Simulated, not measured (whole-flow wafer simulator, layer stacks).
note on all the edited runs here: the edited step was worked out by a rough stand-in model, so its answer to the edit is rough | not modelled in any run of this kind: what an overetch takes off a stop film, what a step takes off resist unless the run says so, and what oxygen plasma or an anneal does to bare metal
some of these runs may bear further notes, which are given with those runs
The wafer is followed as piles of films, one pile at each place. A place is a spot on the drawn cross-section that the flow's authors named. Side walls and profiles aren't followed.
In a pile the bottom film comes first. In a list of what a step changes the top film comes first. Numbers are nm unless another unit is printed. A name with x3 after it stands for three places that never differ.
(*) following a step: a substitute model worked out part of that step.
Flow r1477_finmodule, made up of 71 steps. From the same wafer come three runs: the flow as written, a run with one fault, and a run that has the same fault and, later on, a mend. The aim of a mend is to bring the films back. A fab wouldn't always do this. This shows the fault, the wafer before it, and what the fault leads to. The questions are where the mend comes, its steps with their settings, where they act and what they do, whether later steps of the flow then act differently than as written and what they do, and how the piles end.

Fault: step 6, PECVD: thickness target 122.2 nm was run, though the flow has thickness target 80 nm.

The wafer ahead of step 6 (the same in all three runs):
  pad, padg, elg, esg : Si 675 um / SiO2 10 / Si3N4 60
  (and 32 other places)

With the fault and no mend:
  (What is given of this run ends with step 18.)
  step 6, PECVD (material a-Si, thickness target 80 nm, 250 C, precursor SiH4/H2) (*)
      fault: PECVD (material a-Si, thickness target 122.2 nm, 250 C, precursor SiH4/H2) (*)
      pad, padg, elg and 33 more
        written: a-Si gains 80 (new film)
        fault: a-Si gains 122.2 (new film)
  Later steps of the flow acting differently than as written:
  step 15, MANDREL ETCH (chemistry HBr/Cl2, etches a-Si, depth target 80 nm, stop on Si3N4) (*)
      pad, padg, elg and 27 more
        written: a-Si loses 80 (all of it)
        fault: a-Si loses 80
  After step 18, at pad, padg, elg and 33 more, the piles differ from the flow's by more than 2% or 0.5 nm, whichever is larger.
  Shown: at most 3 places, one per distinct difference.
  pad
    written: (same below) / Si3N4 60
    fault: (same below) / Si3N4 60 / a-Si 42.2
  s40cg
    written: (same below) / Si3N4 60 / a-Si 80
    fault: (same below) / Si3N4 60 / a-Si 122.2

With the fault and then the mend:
  The mend follows step 7.
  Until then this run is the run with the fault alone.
  step 7a, ETCH (chemistry tmah, depth target 140.5 nm)
      pad, padg, elg and 33 more
        a-Si loses 122.2 (all of it)
  step 7b, PECVD (material a-Si, thickness target 80 nm, 250 C, precursor SiH4/H2) (*) (the flow's step 6, run once more)
      pad, padg, elg and 33 more
        a-Si gains 80 (new film)
  None of the later steps of the flow acts differently than as written at any place that is followed.
  The piles end the same as the flow's at every place that both follow.
